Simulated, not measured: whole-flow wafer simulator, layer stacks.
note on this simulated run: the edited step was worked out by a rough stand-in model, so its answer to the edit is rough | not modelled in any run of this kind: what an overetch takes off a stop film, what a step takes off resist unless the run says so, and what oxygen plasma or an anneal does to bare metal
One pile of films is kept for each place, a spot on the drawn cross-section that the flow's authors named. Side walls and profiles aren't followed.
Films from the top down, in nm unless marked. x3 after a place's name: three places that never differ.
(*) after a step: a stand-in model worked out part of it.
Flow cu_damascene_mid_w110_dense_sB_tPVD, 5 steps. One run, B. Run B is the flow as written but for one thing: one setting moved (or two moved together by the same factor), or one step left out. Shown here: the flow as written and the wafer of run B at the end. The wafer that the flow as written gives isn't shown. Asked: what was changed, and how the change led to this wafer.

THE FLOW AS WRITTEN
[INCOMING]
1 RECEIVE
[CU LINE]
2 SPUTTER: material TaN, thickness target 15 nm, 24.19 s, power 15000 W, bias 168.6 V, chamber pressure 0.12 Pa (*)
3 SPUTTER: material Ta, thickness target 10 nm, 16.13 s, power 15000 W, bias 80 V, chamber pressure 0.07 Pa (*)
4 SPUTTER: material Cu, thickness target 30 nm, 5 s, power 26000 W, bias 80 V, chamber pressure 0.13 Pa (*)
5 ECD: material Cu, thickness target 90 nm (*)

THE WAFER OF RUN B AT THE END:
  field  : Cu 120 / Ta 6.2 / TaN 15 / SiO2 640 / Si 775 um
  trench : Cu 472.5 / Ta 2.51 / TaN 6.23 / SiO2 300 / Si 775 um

The cause: step 3, SPUTTER: thickness target 6.2 nm was run, where the flow has thickness target 10 nm; step 3, SPUTTER: 10.08 s was run, where the flow has 16.13 s.
It can be read off the wafer: field has Ta 6.2, and step 3 as written asks for 10 nm.

How the change led to this, step by step:
  3 SPUTTER: material Ta, thickness target 10 nm, 16.13 s, power 15000 W, bias 80 V, chamber pressure 0.07 Pa (*)
      field: Ta +6.2 (new film) (as written it would be: Ta +10 (new film))
      trench: Ta +2.51 (new film) (as written it would be: Ta +4.05 (new film))
